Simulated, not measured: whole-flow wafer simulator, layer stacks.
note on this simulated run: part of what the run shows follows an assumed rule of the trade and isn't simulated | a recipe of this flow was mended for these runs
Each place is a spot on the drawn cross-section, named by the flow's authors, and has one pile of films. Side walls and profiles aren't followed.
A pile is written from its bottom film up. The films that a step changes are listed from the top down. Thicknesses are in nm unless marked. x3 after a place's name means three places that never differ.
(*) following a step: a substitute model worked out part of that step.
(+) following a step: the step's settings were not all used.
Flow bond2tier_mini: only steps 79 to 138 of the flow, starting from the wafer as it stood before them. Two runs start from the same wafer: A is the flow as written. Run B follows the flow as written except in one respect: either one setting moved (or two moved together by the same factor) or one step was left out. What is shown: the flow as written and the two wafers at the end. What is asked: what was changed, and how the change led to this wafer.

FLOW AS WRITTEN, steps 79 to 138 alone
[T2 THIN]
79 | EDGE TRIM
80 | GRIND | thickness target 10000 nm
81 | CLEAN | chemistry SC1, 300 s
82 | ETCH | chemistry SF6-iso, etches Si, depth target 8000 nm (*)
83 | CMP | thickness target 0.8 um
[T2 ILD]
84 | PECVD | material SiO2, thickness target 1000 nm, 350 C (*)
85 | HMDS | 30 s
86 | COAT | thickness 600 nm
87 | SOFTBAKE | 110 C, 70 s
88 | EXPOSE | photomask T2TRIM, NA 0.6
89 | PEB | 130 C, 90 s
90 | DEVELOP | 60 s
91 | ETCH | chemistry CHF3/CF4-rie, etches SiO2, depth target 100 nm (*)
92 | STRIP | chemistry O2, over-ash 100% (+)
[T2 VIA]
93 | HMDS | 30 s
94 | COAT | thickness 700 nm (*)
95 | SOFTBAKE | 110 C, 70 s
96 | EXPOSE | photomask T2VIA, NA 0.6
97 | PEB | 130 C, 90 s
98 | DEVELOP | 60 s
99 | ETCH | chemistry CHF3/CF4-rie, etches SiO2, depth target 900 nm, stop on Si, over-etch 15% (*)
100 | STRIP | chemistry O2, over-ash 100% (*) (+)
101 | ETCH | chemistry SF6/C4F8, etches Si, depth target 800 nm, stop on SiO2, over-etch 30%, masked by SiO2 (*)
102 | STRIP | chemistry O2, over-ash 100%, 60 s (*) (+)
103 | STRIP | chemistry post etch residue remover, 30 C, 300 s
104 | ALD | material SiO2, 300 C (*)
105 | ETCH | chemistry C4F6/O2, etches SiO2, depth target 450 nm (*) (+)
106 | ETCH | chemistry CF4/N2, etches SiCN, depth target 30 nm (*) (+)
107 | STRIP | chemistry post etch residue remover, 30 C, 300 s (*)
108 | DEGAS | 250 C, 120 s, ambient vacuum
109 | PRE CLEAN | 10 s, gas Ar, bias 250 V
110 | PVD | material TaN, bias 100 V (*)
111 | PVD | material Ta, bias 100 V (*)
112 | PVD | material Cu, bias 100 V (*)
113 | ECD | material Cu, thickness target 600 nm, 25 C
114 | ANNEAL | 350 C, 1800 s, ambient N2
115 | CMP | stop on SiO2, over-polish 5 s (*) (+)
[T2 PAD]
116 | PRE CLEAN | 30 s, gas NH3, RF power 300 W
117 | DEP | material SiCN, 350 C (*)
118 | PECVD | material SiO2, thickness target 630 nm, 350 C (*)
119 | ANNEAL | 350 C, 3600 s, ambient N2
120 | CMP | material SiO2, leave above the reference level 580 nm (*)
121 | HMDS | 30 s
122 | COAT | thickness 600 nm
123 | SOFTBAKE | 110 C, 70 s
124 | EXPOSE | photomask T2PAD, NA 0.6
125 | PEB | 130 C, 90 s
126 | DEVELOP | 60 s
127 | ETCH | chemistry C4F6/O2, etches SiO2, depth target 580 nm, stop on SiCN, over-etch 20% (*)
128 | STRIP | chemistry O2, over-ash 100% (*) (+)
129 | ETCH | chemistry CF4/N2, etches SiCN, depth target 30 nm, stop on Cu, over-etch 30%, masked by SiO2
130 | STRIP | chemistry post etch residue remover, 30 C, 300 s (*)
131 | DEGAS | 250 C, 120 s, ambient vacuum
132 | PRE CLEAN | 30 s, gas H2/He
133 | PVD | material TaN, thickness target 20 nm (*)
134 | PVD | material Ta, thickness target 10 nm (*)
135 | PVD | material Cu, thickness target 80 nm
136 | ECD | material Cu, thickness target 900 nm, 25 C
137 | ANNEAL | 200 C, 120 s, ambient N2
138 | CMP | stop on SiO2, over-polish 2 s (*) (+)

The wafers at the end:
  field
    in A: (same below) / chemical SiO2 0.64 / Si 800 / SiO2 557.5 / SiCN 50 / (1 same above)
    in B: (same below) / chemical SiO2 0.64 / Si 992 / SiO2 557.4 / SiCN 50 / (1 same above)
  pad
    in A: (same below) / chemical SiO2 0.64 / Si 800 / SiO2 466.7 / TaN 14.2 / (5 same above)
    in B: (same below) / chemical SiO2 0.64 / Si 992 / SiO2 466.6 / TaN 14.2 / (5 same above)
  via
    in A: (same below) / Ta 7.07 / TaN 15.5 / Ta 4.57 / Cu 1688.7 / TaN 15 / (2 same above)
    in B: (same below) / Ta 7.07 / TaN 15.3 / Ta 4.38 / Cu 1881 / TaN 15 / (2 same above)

The reason: step 83, CMP: thickness target 0.992 um was run, though the flow has thickness target 0.8 um.

How this came from the change, step by step:
  83 | CMP | thickness target 0.8 um
      field, pad, via: A -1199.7 Si | B -1007.7 Si
  101 | ETCH | chemistry SF6/C4F8, etches Si, depth target 800 nm, stop on SiO2, over-etch 30%, masked by SiO2 (*)
      via: A -788.8 Si (all of it), -0.64 chemical SiO2 (all of it), -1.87 SiO2 | B -980.8 Si (all of it), -0.64 chemical SiO2 (all of it)
  112 | PVD | material Cu, bias 100 V (*)
      via: A +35 Cu (new film) | B +33.4 Cu (new film)
  113 | ECD | material Cu, thickness target 600 nm, 25 C
      via: A +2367 Cu | B +2560.8 Cu
